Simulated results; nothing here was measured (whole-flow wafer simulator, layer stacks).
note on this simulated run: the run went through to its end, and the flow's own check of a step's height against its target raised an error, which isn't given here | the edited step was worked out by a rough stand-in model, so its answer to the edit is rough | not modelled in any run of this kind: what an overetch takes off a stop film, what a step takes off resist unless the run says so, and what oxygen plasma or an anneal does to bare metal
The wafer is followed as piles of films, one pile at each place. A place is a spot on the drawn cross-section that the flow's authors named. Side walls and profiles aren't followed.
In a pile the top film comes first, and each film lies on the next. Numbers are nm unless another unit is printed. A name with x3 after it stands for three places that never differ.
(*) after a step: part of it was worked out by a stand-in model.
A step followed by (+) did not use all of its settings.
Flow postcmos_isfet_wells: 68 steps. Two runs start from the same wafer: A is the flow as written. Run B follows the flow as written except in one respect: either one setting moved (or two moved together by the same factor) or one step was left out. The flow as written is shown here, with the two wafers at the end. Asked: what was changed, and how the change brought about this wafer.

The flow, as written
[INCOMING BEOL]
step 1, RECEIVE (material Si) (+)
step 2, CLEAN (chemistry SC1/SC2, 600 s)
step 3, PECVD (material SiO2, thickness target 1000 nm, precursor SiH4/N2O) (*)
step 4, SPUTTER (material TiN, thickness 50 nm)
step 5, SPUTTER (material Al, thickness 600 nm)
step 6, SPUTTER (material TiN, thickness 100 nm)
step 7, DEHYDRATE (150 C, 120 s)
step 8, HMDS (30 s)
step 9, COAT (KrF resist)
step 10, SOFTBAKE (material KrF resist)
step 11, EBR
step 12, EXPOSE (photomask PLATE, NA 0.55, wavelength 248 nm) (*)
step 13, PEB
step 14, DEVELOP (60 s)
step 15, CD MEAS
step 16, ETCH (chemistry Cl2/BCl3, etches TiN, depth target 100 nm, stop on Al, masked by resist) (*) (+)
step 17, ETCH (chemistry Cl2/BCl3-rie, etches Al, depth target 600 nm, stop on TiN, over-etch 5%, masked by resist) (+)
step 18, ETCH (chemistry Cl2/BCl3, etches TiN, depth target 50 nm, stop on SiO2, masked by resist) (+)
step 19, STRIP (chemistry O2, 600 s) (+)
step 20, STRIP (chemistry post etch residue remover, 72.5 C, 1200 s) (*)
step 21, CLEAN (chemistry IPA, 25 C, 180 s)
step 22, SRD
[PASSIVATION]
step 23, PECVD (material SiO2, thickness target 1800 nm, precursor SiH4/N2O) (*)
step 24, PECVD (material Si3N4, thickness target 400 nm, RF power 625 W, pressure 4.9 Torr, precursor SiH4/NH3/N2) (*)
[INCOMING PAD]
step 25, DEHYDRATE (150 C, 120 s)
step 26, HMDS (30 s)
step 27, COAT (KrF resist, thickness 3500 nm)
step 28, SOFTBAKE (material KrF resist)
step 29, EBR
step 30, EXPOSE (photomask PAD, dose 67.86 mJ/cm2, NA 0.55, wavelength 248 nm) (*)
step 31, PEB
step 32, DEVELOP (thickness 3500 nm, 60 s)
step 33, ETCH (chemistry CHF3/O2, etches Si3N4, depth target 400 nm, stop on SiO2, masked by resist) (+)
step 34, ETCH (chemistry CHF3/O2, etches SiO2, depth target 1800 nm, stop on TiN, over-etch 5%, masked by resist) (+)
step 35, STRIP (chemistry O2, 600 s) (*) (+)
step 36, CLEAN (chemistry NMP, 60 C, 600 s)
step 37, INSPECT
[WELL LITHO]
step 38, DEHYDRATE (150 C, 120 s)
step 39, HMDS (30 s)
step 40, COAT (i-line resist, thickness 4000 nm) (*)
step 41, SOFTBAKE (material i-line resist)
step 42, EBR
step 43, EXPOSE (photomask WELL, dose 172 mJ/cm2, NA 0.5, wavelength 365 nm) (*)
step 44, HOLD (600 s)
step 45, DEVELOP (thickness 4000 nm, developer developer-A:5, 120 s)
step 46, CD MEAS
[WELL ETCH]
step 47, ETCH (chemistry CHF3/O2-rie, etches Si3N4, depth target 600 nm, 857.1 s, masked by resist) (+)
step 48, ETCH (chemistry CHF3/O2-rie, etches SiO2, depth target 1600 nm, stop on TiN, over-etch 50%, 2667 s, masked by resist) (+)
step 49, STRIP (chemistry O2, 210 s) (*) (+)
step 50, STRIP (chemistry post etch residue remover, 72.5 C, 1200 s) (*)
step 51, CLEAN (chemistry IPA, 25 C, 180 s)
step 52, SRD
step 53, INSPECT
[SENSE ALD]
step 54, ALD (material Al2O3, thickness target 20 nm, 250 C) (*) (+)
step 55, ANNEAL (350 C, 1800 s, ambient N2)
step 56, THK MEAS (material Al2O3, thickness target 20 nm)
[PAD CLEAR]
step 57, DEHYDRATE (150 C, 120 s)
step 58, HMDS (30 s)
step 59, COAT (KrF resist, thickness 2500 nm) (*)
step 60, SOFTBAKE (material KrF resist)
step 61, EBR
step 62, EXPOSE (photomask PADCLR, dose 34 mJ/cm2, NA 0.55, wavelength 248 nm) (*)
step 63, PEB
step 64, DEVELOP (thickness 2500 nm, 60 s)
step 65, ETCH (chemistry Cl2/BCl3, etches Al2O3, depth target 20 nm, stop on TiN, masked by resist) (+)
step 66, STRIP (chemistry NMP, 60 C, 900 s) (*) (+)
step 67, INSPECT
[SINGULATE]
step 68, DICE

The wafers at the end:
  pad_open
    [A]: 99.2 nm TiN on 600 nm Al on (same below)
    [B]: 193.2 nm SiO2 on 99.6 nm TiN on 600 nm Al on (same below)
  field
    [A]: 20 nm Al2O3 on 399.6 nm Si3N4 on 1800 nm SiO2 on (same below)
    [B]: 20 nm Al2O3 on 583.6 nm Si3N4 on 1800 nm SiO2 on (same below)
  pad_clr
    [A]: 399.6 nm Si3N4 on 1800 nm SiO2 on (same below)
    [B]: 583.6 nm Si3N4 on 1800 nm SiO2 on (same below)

What caused this: step 24, PECVD: thickness target 584 nm was run, whereas the flow has thickness target 400 nm.

How this came from the change, step by step:
  step 24, PECVD (material Si3N4, thickness target 400 nm, RF power 625 W, pressure 4.9 Torr, precursor SiH4/NH3/N2) (*)
      field, margin, well900, well1300 x3, pad_rim, pad_clr, pad_open: A Si3N4 gains 400 (new film) | B Si3N4 gains 584 (new film)
  step 33, ETCH (chemistry CHF3/O2, etches Si3N4, depth target 400 nm, stop on SiO2, masked by resist) (+)
      pad_open: A Si3N4 loses 400 (all of it) | B Si3N4 loses 400
  step 34, ETCH (chemistry CHF3/O2, etches SiO2, depth target 1800 nm, stop on TiN, over-etch 5%, masked by resist) (+)
      pad_open: A SiO2 loses 1800 (all of it) | B Si3N4 loses 184 (all of it), SiO2 loses 1606.8
  step 47, ETCH (chemistry CHF3/O2-rie, etches Si3N4, depth target 600 nm, 857.1 s, masked by resist) (+)
      well900, well1300 x3: A Si3N4 loses 400 (all of it), SiO2 loses 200 | B Si3N4 loses 584 (all of it), SiO2 loses 16
  step 48, ETCH (chemistry CHF3/O2-rie, etches SiO2, depth target 1600 nm, stop on TiN, over-etch 50%, 2667 s, masked by resist) (+)
      well900, well1300 x3: A SiO2 loses 1600 (all of it) | B SiO2 loses 1784 (all of it)
  step 59, COAT (KrF resist, thickness 2500 nm) (*)
      field: A KrF resist gains 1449 (new film) | B KrF resist gains 1361.1 (new film)
      margin: A KrF resist gains 1448.9 (new film) | B KrF resist gains 1361 (new film)
  step 63, PEB
      field, margin: A KrF resist loses 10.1 | B KrF resist loses 9.47
  step 66, STRIP (chemistry NMP, 60 C, 900 s) (*) (+)
      field, margin: A KrF resist loses 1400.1 (all of it) | B KrF resist loses 1312.8 (all of it)
